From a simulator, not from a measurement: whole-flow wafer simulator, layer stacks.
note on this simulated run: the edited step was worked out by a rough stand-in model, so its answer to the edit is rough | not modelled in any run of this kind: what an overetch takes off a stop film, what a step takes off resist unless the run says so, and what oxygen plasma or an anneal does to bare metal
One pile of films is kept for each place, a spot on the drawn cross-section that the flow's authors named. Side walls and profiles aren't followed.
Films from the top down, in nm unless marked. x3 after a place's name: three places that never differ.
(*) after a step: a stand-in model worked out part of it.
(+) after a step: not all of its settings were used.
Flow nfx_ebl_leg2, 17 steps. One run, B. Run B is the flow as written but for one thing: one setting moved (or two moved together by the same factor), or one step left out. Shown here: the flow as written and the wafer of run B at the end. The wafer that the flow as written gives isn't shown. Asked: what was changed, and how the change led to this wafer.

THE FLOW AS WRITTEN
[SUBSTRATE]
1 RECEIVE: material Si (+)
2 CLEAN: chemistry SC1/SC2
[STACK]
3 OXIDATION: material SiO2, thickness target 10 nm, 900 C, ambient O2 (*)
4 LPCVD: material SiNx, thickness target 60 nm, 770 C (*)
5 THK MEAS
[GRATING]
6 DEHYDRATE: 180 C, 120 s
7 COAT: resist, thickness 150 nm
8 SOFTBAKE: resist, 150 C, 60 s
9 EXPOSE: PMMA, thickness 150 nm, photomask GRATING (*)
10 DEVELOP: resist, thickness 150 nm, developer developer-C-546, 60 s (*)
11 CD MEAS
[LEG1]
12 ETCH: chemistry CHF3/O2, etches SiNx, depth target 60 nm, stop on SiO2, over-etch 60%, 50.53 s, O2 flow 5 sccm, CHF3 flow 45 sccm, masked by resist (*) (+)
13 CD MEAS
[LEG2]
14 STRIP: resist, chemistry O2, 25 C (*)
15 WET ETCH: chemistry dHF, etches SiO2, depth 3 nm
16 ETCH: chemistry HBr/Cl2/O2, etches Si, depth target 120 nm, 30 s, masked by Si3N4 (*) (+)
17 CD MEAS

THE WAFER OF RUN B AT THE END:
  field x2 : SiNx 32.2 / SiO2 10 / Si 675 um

The cause: step 4, LPCVD: thickness target 39 nm was run, where the flow has thickness target 60 nm.

How the change led to this, step by step:
  4 LPCVD: material SiNx, thickness target 60 nm, 770 C (*)
      field x2, pad x2: SiNx +39 (new film) (as written it would be: SiNx +60 (new film))
  12 ETCH: chemistry CHF3/O2, etches SiNx, depth target 60 nm, stop on SiO2, over-etch 60%, 50.53 s, O2 flow 5 sccm, CHF3 flow 45 sccm, masked by resist (*) (+)
      pad x2: SiNx -39 (all of it), SiO2 -10 (all of it) (as written it would be: SiNx -60 (all of it), SiO2 -10 (all of it))
